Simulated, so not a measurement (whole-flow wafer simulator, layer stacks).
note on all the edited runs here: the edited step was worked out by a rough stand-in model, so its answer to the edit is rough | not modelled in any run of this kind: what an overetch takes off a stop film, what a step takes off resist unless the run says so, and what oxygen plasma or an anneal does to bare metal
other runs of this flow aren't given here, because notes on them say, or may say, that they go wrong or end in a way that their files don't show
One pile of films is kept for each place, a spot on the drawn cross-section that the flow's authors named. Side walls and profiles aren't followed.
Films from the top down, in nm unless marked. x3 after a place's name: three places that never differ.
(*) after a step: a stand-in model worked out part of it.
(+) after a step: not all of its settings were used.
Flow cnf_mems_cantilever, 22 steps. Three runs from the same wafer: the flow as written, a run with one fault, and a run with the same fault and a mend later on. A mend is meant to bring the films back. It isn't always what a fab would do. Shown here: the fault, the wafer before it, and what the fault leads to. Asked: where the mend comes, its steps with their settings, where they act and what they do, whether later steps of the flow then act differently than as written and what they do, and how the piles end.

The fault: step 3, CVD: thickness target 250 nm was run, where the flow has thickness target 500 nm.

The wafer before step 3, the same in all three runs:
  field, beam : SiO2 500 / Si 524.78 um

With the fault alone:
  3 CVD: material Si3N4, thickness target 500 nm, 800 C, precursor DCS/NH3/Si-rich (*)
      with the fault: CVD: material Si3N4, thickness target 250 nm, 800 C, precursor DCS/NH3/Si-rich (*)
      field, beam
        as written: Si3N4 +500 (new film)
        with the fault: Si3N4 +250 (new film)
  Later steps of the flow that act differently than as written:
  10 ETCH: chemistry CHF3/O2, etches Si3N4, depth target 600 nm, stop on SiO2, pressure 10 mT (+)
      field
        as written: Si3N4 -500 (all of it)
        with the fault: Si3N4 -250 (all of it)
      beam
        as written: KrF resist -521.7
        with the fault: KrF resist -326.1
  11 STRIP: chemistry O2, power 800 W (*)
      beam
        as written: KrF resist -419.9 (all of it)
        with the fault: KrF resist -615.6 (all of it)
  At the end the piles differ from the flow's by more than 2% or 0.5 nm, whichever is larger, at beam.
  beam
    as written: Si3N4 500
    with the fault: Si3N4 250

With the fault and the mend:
  The mend comes after step 3.
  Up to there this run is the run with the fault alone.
  3a CVD: material Si3N4, thickness target 250 nm, 800 C, precursor DCS/NH3/Si-rich (*) (the flow's step 3 once more, with other settings)
      field, beam
        Si3N4 +250
  No later step of the flow acts differently than as written at any place that is followed.
  At the end the piles are the same as the flow's at every place that both follow.
